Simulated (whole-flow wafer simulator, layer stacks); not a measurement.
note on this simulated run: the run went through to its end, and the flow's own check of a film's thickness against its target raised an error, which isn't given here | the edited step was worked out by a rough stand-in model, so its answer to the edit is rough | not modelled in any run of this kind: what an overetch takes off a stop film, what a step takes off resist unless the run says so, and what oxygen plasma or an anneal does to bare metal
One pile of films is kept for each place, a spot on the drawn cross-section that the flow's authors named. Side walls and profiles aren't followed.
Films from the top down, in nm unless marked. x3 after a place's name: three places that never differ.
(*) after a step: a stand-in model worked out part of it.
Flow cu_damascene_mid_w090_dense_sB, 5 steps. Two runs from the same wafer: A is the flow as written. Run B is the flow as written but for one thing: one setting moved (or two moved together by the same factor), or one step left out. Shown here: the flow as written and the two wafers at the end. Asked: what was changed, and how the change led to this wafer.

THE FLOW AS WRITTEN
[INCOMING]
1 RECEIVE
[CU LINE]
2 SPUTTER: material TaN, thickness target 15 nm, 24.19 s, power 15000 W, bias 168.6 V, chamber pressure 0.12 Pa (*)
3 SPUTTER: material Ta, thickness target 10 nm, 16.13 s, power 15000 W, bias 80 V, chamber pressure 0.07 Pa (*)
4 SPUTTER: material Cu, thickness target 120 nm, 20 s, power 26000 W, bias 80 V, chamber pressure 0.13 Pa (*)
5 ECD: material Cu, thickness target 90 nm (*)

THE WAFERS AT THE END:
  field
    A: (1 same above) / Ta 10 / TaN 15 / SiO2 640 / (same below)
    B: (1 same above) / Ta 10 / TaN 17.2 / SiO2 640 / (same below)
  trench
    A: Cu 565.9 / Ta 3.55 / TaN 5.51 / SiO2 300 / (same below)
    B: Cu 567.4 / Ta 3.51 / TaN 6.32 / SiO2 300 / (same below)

The cause: step 2, SPUTTER: thickness target 17.2 nm was run, where the flow has thickness target 15 nm; step 2, SPUTTER: 27.82 s was run, where the flow has 24.19 s.
It can be read off the wafer: field has TaN 17.2, and step 2 as written asks for 15 nm.

How the change led to this, step by step:
  2 SPUTTER: material TaN, thickness target 15 nm, 24.19 s, power 15000 W, bias 168.6 V, chamber pressure 0.12 Pa (*)
      field: A TaN +15 (new film) | B TaN +17.2 (new film)
      trench: A TaN +5.51 (new film) | B TaN +6.32 (new film)
